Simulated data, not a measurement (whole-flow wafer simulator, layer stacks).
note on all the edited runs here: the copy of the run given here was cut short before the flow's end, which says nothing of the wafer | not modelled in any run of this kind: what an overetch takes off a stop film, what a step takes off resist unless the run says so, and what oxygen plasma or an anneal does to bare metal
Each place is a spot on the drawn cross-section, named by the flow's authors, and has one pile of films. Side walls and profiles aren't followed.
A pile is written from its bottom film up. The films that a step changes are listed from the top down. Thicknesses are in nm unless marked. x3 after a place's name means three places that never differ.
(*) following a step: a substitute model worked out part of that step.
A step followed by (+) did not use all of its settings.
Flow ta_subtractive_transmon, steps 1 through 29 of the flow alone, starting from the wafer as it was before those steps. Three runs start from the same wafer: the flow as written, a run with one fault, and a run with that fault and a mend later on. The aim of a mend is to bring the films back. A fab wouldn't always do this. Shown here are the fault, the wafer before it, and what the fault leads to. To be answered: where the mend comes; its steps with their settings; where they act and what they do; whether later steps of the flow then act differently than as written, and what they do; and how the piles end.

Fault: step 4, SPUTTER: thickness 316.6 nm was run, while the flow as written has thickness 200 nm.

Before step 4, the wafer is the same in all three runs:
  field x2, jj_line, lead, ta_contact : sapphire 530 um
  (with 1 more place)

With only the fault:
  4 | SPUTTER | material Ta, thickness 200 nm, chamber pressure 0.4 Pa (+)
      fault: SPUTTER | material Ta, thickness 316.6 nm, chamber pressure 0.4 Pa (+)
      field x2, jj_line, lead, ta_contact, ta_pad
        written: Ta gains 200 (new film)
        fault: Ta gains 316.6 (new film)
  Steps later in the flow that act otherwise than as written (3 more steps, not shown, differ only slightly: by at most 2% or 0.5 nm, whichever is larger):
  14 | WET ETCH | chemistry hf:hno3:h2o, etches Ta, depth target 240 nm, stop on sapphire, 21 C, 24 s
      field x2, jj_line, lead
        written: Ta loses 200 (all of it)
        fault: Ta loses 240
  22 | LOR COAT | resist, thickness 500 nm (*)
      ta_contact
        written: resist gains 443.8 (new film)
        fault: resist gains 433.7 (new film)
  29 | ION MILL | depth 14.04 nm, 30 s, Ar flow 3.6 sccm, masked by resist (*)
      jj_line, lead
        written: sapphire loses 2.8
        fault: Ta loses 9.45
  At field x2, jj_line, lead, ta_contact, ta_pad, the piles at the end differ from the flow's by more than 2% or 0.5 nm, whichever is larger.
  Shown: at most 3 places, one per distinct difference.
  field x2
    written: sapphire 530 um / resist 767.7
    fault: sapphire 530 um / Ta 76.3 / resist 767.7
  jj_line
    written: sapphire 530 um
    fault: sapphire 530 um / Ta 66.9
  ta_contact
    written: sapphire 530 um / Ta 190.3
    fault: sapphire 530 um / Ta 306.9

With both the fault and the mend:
  The mend follows step 5.
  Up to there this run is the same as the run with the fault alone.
  5a | WET ETCH | chemistry hf:hno3:h2o, etches Ta, depth target 116.6 nm, stop on sapphire, 21 C, 11.66 s
      field x2, jj_line, lead, ta_contact, ta_pad
        Ta loses 116.6
  None of the later steps of the flow acts differently than as written at any place that is followed.
  By the end, the piles equal the flow's at every place that both follow.
